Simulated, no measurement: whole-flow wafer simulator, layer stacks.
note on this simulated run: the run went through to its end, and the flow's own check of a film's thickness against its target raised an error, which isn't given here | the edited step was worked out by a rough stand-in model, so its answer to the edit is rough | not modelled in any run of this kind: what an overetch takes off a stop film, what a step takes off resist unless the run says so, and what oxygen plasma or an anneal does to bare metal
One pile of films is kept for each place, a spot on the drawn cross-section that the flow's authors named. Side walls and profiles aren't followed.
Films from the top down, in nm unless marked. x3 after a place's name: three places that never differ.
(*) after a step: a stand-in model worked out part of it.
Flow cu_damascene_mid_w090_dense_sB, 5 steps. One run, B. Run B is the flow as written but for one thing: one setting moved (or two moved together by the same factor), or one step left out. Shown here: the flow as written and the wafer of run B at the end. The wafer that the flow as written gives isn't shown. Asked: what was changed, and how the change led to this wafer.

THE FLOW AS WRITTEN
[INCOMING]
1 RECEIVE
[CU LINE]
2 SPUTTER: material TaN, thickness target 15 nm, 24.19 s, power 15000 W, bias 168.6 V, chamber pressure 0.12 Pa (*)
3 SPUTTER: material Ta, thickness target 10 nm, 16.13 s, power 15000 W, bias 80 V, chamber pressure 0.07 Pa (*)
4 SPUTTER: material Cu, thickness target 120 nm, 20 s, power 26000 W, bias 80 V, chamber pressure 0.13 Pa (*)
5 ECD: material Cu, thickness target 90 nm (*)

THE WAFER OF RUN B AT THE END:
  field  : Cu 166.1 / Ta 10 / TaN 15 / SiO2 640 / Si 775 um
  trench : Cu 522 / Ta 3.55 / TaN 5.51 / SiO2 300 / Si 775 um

The cause: step 5, ECD: thickness target 46.1 nm was run, where the flow has thickness target 90 nm.

How the change led to this, step by step:
  5 ECD: material Cu, thickness target 90 nm (*)
      field: Cu +46.1 (as written it would be: Cu +90)
      trench: Cu +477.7 (as written it would be: Cu +521.6)
